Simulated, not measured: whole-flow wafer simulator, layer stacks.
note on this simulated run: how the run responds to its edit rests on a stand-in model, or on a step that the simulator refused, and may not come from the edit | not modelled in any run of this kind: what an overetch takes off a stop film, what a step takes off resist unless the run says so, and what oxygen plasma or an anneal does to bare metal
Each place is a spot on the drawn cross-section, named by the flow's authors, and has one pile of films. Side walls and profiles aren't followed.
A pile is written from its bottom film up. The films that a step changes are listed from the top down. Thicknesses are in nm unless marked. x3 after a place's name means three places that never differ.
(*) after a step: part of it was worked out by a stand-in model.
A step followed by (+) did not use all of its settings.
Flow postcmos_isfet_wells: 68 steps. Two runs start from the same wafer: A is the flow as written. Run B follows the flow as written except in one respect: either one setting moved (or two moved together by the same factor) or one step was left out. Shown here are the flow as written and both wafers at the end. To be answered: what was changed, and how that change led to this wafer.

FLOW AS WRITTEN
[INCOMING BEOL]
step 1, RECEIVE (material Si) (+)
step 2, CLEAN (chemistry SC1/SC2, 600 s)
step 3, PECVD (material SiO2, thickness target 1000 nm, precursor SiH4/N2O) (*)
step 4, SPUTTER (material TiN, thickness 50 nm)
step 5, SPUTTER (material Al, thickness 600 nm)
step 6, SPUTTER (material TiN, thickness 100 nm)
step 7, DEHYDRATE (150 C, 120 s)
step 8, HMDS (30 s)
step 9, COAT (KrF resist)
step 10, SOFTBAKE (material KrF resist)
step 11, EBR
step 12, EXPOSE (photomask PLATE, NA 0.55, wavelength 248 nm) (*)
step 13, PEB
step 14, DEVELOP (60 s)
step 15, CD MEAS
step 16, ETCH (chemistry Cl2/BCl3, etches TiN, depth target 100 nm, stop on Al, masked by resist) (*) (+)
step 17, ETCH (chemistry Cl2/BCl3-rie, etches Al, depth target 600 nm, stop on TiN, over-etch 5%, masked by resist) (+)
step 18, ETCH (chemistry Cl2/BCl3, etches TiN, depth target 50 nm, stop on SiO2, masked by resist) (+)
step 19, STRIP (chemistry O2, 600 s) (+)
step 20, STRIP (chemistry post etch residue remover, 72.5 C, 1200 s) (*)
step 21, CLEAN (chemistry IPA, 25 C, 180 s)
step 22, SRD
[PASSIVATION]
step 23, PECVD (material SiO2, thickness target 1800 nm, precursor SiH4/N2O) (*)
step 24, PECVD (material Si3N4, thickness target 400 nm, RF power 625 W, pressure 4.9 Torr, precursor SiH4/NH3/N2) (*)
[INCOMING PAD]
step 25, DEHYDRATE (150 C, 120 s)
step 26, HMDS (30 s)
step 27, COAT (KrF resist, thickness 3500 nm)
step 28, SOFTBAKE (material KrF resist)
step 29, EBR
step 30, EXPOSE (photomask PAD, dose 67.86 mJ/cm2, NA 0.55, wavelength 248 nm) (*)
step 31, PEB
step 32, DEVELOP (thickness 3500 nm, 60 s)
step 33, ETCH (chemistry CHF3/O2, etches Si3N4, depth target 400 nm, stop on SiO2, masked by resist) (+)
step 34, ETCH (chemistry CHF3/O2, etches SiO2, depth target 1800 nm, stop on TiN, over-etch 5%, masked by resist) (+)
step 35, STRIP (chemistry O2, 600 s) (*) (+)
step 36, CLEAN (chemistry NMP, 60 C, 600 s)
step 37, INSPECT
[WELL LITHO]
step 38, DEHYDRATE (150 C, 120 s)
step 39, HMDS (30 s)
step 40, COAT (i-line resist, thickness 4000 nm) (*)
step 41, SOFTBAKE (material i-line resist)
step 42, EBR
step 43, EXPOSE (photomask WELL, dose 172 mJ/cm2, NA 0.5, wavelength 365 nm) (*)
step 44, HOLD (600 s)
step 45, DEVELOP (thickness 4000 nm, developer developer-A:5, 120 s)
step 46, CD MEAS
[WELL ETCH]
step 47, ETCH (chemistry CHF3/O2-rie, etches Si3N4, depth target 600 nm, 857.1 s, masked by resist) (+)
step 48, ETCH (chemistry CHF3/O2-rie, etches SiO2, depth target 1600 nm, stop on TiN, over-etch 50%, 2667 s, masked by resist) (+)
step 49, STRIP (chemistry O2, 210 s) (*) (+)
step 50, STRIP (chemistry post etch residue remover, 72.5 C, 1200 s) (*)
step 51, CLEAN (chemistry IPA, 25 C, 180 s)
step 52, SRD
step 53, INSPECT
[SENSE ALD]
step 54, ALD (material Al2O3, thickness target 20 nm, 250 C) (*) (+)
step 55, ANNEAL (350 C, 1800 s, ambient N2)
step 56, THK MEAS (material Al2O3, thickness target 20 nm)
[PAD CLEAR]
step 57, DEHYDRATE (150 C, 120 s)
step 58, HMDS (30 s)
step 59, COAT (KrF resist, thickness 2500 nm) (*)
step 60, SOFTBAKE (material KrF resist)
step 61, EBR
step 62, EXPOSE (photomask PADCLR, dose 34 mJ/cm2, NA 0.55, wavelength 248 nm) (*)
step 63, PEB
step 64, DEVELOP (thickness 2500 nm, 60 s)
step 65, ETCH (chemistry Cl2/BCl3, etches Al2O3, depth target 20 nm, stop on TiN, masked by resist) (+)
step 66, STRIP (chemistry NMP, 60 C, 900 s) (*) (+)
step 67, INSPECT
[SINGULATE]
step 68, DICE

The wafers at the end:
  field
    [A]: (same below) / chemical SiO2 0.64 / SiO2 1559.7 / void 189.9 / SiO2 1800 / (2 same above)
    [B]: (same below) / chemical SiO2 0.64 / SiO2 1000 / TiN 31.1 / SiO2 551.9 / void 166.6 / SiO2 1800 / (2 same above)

What caused this: step 17, ETCH: depth target 525 nm was run, whereas the flow has depth target 600 nm.

The path from the change to this, step by step:
  step 17, ETCH (chemistry Cl2/BCl3-rie, etches Al, depth target 600 nm, stop on TiN, over-etch 5%, masked by resist) (+)
      field: A Al loses 600 (all of it) | B Al loses 525
      margin, well900, well1300 x3, pad_rim, pad_clr, pad_open: A KrF resist loses 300 | B KrF resist loses 262.5
  step 18, ETCH (chemistry Cl2/BCl3, etches TiN, depth target 50 nm, stop on SiO2, masked by resist) (+)
      field: A TiN loses 50 (all of it) | B Al loses 75 (all of it), TiN loses 18.5
  step 19, STRIP (chemistry O2, 600 s) (+)
      margin, well900, well1300 x3, pad_rim, pad_clr, pad_open: A KrF resist loses 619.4 (all of it) | B KrF resist loses 656.9 (all of it)
  step 23, PECVD (material SiO2, thickness target 1800 nm, precursor SiH4/N2O) (*)
      field: A SiO2 gains 1800 (new film), void gains 189.9 (new film), SiO2 gains 559.7 | B SiO2 gains 1800 (new film), void gains 166.6 (new film), SiO2 gains 551.9 (new film)
With metal films that touch counted as one body, field has 1 body; the flow as written gives 0 bodies.
